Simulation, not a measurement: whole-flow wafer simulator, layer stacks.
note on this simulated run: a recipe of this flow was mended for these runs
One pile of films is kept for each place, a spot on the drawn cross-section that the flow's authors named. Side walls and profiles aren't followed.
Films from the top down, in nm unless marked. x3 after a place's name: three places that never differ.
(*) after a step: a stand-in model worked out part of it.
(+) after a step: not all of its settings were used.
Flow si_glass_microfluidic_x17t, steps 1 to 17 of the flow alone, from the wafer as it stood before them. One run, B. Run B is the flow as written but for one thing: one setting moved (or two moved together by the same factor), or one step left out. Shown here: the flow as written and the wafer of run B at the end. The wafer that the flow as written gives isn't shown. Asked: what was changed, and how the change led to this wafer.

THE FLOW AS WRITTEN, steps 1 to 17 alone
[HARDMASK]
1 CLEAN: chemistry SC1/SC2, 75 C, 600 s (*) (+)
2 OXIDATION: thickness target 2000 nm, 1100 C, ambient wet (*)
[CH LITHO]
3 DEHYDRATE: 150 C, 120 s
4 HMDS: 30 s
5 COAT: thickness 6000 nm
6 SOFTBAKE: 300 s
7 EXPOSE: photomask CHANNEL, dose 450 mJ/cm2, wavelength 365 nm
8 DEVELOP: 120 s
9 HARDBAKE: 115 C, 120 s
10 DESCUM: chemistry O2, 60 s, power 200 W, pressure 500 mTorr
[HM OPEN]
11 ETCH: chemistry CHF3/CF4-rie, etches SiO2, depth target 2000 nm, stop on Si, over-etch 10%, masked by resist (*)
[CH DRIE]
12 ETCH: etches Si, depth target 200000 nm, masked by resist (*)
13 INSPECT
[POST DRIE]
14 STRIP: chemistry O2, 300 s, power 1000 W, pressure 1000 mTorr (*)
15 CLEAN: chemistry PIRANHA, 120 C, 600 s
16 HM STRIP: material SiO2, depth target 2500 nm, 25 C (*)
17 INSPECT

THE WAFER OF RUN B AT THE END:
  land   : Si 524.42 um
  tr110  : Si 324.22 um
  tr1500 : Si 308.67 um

The cause: step 2, OXIDATION: thickness target 1300 nm was run, where the flow has thickness target 2000 nm.

How the change led to this, step by step:
  2 OXIDATION: thickness target 2000 nm, 1100 C, ambient wet (*)
      land, tr110, tr1500, tr15: SiO2 +1300 (new film), chemical SiO2 -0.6 (all of it), Si -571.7 (as written it would be: SiO2 +2000 (new film), chemical SiO2 -0.6 (all of it), Si -879.7)
  11 ETCH: chemistry CHF3/CF4-rie, etches SiO2, depth target 2000 nm, stop on Si, over-etch 10%, masked by resist (*)
      tr110, tr1500, tr15: SiO2 -1300 (all of it), Si -75 (as written it would be: SiO2 -2000 (all of it), Si -16.7)
      land: thick-i-line-resist -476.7 (as written it would be: thick-i-line-resist -733.3)
  12 ETCH: etches Si, depth target 200000 nm, masked by resist (*)
      tr1500: Si -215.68 um (as written it would be: Si -215.73 um)
      tr15: Si -150.13 um (as written it would be: Si -149.99 um)
  14 STRIP: chemistry O2, 300 s, power 1000 W, pressure 1000 mTorr (*)
      land: thick-i-line-resist -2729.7 (all of it) (as written it would be: thick-i-line-resist -2472.3 (all of it))
  16 HM STRIP: material SiO2, depth target 2500 nm, 25 C (*)
      land: SiO2 -1300 (all of it) (as written it would be: SiO2 -2000 (all of it))
